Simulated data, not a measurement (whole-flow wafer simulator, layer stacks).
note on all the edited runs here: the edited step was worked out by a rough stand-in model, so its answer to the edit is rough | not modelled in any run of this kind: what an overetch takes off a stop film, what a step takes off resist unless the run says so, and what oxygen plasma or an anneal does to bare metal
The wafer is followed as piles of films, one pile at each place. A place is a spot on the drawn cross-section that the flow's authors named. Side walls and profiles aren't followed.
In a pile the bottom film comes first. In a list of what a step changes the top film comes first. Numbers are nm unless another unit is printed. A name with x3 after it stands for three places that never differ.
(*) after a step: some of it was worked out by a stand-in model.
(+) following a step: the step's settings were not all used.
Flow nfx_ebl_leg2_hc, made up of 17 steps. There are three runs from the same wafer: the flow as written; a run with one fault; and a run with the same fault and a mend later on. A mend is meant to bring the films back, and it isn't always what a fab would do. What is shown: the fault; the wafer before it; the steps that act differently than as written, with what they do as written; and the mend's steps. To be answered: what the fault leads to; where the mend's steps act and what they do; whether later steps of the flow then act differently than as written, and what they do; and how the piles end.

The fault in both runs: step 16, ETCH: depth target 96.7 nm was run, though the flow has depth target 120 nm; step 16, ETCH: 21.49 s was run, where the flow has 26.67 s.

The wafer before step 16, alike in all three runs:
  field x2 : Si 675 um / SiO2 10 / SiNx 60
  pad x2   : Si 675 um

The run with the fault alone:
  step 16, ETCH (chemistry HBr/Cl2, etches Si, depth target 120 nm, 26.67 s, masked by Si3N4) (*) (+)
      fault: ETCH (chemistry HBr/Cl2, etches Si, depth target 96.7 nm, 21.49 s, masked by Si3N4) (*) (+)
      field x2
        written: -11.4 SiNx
        fault: -9.21 SiNx
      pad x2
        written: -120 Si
        fault: -96.7 Si
  Later steps of the flow that are run all act as written at every place that is followed.
  The piles end different from the flow's at field x2 by more than 2% or 0.5 nm, whichever is larger.
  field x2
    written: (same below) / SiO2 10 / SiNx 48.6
    fault: (same below) / SiO2 10 / SiNx 50.8

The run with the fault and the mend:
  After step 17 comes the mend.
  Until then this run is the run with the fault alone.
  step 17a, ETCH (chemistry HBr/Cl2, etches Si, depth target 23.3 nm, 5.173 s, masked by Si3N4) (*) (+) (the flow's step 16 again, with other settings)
      field x2
        -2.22 SiNx
      pad x2
        -23.3 Si
  Later steps of the flow that are run all act as written at every place that is followed.
  The piles end the same as the flow's at every place that both follow.
